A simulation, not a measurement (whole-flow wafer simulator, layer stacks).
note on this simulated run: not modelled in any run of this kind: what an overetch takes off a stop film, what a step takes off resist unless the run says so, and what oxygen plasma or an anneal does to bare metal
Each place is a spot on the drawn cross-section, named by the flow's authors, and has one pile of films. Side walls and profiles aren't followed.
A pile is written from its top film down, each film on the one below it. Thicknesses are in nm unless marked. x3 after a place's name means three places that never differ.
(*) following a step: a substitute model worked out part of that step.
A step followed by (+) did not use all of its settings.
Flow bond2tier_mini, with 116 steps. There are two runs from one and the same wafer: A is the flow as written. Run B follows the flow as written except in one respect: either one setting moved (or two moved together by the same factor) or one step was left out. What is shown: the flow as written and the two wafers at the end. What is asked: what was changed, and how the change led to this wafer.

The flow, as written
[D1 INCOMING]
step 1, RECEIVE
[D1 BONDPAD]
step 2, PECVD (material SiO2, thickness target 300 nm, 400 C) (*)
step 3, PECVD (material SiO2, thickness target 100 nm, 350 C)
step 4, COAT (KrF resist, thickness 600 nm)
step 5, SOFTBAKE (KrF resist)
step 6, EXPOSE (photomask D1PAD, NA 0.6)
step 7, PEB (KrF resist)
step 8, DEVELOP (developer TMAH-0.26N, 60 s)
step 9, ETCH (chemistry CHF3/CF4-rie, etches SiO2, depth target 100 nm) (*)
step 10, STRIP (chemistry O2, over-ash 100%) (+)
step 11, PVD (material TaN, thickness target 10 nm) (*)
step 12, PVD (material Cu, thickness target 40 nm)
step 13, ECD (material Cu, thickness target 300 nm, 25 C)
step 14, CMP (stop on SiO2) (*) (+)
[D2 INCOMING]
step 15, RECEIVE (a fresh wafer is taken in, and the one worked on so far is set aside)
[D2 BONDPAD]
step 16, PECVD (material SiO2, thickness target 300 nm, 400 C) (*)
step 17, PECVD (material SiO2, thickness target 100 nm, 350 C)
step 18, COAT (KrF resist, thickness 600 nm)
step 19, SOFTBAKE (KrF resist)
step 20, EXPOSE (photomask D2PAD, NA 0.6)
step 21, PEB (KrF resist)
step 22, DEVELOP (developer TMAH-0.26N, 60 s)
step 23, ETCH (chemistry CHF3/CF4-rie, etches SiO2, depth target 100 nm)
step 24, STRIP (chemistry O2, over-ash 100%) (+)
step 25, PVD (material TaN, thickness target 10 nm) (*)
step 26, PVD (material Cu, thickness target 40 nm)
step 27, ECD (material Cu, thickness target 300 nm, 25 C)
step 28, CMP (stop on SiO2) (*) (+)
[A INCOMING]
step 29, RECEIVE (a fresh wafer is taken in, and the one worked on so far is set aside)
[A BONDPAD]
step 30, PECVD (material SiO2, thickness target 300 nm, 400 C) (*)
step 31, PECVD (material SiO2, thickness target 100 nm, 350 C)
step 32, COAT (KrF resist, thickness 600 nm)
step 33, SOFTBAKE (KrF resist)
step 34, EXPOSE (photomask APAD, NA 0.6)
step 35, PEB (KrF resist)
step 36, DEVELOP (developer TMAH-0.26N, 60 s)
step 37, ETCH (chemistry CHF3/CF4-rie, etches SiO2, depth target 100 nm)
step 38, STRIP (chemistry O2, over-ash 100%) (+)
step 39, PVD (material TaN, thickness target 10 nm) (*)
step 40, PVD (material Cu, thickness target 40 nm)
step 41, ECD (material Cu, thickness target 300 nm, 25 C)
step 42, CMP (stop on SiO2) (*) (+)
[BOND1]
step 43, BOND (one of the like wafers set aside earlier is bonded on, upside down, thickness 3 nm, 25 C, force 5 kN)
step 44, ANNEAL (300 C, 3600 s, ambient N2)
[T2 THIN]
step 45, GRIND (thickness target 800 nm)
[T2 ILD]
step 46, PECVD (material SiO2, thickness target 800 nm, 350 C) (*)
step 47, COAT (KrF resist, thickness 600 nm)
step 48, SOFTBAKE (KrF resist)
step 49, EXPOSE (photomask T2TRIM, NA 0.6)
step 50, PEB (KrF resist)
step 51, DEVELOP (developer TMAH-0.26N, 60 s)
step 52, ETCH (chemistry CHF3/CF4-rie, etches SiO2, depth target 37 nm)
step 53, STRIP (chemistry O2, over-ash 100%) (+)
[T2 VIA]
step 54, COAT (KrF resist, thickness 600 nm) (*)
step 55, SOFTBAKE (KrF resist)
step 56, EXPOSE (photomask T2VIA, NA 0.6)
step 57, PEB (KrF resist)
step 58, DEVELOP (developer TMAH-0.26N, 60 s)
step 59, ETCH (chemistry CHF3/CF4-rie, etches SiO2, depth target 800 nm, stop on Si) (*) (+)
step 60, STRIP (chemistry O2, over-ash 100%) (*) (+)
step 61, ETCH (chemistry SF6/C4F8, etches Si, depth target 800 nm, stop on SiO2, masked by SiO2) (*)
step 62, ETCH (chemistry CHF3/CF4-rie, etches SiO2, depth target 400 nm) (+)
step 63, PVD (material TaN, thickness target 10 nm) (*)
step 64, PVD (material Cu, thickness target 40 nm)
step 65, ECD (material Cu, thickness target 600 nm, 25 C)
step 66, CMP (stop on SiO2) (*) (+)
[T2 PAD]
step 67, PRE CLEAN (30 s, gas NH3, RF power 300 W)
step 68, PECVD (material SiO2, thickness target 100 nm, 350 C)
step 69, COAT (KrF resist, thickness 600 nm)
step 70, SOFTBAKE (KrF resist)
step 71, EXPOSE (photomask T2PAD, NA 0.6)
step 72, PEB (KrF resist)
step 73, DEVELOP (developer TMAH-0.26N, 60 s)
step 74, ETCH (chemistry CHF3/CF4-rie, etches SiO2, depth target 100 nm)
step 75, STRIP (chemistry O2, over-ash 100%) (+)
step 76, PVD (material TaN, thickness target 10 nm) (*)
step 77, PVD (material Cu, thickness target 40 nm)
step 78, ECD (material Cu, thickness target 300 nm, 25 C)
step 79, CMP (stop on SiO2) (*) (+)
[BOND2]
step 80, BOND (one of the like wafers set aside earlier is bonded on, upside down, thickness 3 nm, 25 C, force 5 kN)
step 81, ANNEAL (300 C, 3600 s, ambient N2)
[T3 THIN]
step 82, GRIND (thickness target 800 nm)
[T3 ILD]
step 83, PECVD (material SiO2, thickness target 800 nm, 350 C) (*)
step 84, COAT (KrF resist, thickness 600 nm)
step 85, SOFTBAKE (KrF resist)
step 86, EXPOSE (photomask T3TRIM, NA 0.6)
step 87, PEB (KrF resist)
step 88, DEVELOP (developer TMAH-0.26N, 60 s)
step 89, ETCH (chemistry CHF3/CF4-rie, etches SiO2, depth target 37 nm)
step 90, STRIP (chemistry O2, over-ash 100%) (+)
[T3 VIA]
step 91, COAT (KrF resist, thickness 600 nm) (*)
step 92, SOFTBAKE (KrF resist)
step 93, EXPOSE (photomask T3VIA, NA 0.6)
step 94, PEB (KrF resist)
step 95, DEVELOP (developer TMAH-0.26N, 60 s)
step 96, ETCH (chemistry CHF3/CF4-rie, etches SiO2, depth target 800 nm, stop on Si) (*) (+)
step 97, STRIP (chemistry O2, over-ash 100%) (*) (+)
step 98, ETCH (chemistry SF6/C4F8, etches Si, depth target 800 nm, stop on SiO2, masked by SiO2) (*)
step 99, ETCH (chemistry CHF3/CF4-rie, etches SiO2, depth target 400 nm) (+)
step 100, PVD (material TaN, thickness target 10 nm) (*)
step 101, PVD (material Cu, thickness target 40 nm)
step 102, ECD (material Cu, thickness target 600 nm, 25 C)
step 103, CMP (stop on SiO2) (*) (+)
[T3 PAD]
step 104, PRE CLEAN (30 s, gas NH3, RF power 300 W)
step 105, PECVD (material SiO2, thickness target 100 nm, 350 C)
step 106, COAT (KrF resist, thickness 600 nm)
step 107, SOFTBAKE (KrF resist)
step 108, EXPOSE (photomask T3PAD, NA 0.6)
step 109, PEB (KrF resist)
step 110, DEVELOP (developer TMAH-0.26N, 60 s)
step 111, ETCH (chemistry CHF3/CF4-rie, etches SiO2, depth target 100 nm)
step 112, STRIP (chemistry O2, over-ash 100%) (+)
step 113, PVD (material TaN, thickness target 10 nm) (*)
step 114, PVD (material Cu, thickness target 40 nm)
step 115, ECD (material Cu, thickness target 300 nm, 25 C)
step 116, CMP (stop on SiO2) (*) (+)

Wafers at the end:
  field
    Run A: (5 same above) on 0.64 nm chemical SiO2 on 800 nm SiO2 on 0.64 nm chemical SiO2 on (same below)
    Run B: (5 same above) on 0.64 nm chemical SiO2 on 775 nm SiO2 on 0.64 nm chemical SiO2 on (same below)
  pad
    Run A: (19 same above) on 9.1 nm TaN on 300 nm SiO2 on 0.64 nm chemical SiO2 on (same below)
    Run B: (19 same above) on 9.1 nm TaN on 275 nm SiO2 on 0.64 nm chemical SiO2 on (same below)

What caused this: step 31, PECVD: thickness target 75 nm was run, though the flow has thickness target 100 nm.

How this came from the change, step by step:
  step 31, PECVD (material SiO2, thickness target 100 nm, 350 C)
      field, pad, via: A SiO2 gains 100 | B SiO2 gains 75
